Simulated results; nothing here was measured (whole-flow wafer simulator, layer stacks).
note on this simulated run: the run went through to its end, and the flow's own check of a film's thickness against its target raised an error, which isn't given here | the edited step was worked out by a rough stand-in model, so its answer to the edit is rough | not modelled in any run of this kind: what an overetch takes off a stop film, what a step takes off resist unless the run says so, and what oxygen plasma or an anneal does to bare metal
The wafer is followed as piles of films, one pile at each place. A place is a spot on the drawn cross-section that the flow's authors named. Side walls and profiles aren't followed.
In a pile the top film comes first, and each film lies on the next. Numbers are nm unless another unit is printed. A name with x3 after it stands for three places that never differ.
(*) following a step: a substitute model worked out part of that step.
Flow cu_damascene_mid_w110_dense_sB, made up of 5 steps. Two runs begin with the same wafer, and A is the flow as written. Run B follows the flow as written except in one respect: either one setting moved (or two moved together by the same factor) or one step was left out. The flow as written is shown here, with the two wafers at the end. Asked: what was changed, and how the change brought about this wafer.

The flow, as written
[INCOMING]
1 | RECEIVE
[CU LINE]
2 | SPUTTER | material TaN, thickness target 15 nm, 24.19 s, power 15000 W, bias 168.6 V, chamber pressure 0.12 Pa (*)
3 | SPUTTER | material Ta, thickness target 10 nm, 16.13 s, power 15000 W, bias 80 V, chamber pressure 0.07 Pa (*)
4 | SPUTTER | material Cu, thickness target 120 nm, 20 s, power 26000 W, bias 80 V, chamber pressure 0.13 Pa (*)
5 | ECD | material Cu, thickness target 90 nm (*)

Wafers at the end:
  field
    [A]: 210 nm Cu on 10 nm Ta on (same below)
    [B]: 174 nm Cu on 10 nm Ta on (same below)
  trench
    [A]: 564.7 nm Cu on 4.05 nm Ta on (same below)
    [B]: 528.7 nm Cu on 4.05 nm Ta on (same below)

Cause: step 4, SPUTTER: thickness target 84 nm was run, whereas the flow has thickness target 120 nm.

How this came from the change, step by step:
  4 | SPUTTER | material Cu, thickness target 120 nm, 20 s, power 26000 W, bias 80 V, chamber pressure 0.13 Pa (*)
      field: A Cu gains 120 (new film) | B Cu gains 84 (new film)
      trench: A Cu gains 49.9 (new film) | B Cu gains 34.9 (new film)
  5 | ECD | material Cu, thickness target 90 nm (*)
      trench: A Cu gains 514.8 | B Cu gains 493.8
